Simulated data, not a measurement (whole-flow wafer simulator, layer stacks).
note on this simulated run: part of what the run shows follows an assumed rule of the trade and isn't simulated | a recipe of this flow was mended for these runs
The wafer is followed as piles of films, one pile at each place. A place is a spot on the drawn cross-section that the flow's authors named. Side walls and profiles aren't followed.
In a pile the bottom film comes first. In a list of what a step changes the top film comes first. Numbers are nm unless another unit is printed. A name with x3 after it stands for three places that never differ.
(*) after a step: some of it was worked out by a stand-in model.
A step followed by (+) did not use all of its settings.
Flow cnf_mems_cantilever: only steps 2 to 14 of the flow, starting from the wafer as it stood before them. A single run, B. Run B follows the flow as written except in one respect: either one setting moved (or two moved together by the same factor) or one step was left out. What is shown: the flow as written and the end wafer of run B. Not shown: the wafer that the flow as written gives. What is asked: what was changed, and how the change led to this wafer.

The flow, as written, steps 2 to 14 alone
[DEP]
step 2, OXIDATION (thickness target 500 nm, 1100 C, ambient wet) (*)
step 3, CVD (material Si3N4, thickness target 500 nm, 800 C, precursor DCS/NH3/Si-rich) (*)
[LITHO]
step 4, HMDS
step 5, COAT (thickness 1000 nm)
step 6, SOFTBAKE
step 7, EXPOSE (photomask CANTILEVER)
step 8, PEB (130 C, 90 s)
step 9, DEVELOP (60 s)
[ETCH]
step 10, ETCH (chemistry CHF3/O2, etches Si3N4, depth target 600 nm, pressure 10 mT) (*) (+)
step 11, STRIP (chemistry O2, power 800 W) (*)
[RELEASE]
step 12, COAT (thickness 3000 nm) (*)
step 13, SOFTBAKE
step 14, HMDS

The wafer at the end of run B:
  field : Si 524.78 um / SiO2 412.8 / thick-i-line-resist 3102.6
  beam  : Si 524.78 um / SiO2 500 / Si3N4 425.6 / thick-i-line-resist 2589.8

The reason: step 3, CVD: 788 C was run, though the flow has 800 C.

How this came from the change, step by step:
  step 3, CVD (material Si3N4, thickness target 500 nm, 800 C, precursor DCS/NH3/Si-rich) (*)
      field, beam: +425.6 Si3N4 (new film) (it would be, as written: +500 Si3N4 (new film))
  step 10, ETCH (chemistry CHF3/O2, etches Si3N4, depth target 600 nm, pressure 10 mT) (*) (+)
      field: -425.6 Si3N4 (all of it), -87.2 SiO2 (it would be, as written: -500 Si3N4 (all of it), -50 SiO2)
  step 13, SOFTBAKE
      field: +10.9 thick-i-line-resist (it would be, as written: +11.9 thick-i-line-resist)
      beam: -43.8 thick-i-line-resist (it would be, as written: -47.6 thick-i-line-resist)
